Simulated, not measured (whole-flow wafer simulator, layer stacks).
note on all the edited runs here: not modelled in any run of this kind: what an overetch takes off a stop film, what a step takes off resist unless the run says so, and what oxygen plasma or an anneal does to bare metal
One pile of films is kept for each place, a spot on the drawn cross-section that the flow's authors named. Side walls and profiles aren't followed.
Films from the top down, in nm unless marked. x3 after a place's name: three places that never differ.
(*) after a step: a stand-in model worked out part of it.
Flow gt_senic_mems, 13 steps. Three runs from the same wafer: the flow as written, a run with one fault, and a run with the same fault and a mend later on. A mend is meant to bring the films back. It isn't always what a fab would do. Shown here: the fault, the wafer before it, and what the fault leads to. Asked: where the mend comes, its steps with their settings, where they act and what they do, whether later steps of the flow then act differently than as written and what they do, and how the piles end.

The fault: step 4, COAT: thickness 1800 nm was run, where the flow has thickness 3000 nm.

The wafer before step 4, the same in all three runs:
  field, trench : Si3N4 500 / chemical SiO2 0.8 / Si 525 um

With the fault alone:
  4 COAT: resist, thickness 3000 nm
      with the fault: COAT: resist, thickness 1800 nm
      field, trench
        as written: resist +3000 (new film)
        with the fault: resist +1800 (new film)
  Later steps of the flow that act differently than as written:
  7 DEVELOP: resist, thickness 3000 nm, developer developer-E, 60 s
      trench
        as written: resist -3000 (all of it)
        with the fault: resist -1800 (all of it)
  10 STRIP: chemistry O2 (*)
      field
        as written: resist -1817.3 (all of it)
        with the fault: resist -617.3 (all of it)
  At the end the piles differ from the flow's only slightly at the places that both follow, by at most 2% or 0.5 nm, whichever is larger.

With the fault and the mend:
  The mend comes after step 7.
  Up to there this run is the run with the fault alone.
  7a STRIP: chemistry O2 (*)
      field
        resist -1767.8 (all of it)
  7b HMDS (the flow's step 3 once more)
      changes no film at any place that is followed
  7c COAT: resist, thickness 3000 nm (the flow's step 4 once more)
      field, trench
        resist +3000 (new film)
  7d SOFTBAKE: resist (the flow's step 5 once more)
      changes no film at any place that is followed
  7e EXPOSE: photomask DEVICE, dose 108.9 mJ/cm2, wavelength 405 nm (*) (the flow's step 6 once more)
      changes no film at any place that is followed
  7f DEVELOP: resist, developer developer-E, 60 s (the flow's step 7 once more, with other settings)
      field
        resist -32.2
      trench
        resist -3000 (all of it)
  No later step of the flow acts differently than as written at any place that is followed.
  At the end the piles are the same as the flow's at every place that both follow.
